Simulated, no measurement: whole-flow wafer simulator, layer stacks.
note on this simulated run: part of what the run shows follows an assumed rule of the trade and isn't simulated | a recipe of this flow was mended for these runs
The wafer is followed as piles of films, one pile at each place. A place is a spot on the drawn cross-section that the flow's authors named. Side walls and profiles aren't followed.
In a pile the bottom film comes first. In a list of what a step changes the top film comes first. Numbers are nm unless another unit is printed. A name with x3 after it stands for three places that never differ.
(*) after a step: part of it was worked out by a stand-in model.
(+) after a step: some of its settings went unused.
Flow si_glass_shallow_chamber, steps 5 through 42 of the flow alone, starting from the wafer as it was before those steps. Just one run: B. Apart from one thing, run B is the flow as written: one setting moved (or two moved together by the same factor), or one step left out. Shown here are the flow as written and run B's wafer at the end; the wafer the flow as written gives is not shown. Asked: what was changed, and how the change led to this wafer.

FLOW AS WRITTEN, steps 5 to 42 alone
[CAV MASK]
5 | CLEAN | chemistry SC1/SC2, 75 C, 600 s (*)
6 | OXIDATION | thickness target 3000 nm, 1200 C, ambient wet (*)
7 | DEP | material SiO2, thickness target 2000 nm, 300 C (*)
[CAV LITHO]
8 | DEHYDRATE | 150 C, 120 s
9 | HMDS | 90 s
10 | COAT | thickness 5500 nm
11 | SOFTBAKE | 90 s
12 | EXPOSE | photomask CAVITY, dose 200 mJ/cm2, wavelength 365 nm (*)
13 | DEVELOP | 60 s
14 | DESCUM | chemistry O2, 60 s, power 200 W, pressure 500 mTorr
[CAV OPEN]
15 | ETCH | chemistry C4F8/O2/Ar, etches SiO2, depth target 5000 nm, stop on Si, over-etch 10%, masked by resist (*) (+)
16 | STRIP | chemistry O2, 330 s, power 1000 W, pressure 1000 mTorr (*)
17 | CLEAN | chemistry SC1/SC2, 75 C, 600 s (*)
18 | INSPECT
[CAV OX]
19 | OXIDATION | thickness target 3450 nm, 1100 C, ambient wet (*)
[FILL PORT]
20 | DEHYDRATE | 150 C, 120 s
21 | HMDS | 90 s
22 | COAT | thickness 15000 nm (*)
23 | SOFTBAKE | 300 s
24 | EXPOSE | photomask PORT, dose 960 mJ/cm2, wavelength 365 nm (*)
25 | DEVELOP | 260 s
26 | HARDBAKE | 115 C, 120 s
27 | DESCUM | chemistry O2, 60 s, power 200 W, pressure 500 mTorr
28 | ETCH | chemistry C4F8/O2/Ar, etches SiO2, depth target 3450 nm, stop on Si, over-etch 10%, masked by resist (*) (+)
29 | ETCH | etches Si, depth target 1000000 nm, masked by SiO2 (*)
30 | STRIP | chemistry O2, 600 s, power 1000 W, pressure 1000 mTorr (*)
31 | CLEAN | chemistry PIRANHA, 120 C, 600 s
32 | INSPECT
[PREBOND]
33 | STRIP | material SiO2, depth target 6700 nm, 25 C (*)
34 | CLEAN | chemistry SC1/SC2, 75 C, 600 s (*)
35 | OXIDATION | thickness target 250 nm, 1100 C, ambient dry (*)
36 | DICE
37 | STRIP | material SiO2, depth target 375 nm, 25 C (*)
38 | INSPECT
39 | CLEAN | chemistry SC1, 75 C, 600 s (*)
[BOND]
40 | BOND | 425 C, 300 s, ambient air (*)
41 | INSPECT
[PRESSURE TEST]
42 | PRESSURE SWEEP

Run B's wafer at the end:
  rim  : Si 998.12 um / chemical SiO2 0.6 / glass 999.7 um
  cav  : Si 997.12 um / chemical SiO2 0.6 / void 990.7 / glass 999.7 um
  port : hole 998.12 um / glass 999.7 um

The reason: step 7, DEP: thickness target 2720 nm was run, while the flow as written has thickness target 2000 nm; step 17, CLEAN: 816 s was run, where the flow has 600 s.

How this came from the change, step by step:
  7 | DEP | material SiO2, thickness target 2000 nm, 300 C (*)
      rim, ramp, cav, port, septum, ring: +2720 SiO2 (in the flow as written it would be: +2000 SiO2)
  15 | ETCH | chemistry C4F8/O2/Ar, etches SiO2, depth target 5000 nm, stop on Si, over-etch 10%, masked by resist (*) (+)
      cav, port: -5500 SiO2 (in the flow as written it would be: -5000 SiO2 (all of it), -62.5 Si)
  16 | STRIP | chemistry O2, 330 s, power 1000 W, pressure 1000 mTorr (*)
      cav, port: nothing (in the flow as written it would be: +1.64 chemical SiO2 (new film), -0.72 Si)
  17 | CLEAN | chemistry SC1/SC2, 75 C, 600 s (*)
      cav, port: -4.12 SiO2 (in the flow as written it would be: -1.04 chemical SiO2, -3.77 Si)
      rim, ramp, septum, ring: -8.24 SiO2 (in the flow as written it would be: -6.06 SiO2)
  19 | OXIDATION | thickness target 3450 nm, 1100 C, ambient wet (*)
      cav, port: +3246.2 SiO2, -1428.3 Si (in the flow as written it would be: +3450 SiO2 (new film), -0.6 chemical SiO2 (all of it), -1517.7 Si)
      rim, ramp, septum, ring: +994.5 SiO2, -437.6 Si (in the flow as written it would be: +1110.9 SiO2, -488.8 Si)
  22 | COAT | thickness 15000 nm (*)
      rim: +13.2 um thick-i-line-resist (new film) (in the flow as written it would be: +13.4 um thick-i-line-resist (new film))
      ramp: +12.63 um thick-i-line-resist (new film) (in the flow as written it would be: +12.89 um thick-i-line-resist (new film))
      (also at 4 further places)
  23 | SOFTBAKE | 300 s
      rim: -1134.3 thick-i-line-resist (in the flow as written it would be: -997 thick-i-line-resist)
      ramp: -560.5 thick-i-line-resist (in the flow as written it would be: -487.1 thick-i-line-resist)
      (also at 4 further places)
  25 | DEVELOP | 260 s
      port: -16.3 um thick-i-line-resist (all of it) (in the flow as written it would be: -16.16 um thick-i-line-resist (all of it))
  26 | HARDBAKE | 115 C, 120 s
      rim, ramp: -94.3 thick-i-line-resist (in the flow as written it would be: -98.2 thick-i-line-resist)
  28 | ETCH | chemistry C4F8/O2/Ar, etches SiO2, depth target 3450 nm, stop on Si, over-etch 10%, masked by resist (*) (+)
      port: -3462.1 SiO2 (all of it), -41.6 Si (in the flow as written it would be: -3450 SiO2 (all of it), -43.1 Si)
  29 | ETCH | etches Si, depth target 1000000 nm, masked by SiO2 (*)
      rim, ramp: -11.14 um thick-i-line-resist (all of it), -1793.8 SiO2 (in the flow as written it would be: -11.47 um thick-i-line-resist (all of it), -1617.3 SiO2)
      port: +997.21 um hole (new film), -997.21 um Si (all of it) (in the flow as written it would be: +997.05 um hole (new film), -997.05 um Si (all of it))
      (also at 2 further places)
  30 | STRIP | chemistry O2, 600 s, power 1000 W, pressure 1000 mTorr (*)
      cav: -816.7 thick-i-line-resist (all of it) (in the flow as written it would be: -669.6 thick-i-line-resist (all of it))
  33 | STRIP | material SiO2, depth target 6700 nm, 25 C (*)
      rim, ramp: -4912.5 SiO2 (all of it) (in the flow as written it would be: -4487.5 SiO2 (all of it))
      septum: -6318.6 SiO2 (all of it) (in the flow as written it would be: -5732.1 SiO2 (all of it))
      (also at 1 further place)
  40 | BOND | 425 C, 300 s, ambient air (*)
      cav: +999.7 um glass (new film), +990.7 void (new film) (in the flow as written it would be: +999.7 um glass (new film), +1095.9 void (new film))
      port: +999.7 um glass (new film), +910.5 hole (in the flow as written it would be: +999.7 um glass (new film), +1017.3 hole)
